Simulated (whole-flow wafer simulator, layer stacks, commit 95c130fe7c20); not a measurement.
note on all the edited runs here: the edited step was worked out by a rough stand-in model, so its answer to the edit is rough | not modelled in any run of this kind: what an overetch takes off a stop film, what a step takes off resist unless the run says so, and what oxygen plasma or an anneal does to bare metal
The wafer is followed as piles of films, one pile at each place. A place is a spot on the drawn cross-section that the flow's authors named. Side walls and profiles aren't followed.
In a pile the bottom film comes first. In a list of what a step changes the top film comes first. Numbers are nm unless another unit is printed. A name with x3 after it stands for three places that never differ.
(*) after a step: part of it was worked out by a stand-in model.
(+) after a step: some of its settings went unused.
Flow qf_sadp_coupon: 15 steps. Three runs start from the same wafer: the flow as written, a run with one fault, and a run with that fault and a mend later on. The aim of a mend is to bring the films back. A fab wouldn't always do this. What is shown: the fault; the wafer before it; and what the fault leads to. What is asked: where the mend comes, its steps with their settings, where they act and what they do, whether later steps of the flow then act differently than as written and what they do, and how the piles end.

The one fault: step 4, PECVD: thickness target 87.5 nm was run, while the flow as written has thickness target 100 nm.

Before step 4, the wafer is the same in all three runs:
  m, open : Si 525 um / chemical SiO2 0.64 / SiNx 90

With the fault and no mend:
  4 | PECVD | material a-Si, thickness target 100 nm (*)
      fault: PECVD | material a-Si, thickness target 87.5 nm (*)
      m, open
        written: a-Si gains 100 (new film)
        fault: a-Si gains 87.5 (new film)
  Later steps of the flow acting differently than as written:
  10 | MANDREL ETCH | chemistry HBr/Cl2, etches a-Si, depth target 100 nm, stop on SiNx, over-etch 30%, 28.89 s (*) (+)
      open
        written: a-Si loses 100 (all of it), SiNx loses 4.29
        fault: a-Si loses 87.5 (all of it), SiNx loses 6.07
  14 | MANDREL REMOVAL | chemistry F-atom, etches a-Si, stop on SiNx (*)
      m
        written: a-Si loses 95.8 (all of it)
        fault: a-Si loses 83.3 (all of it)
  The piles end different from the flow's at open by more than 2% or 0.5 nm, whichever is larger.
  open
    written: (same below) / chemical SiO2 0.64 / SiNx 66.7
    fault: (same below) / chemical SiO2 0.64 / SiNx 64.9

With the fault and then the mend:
  The mend follows step 4.
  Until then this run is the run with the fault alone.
  4a | PECVD | material a-Si, thickness target 12.5 nm (*) (the flow's step 4 again, with other settings)
      m, open
        a-Si gains 12.5
  None of the later steps of the flow acts differently than as written at any place that is followed.
  The piles end the same as the flow's at every place that both follow.
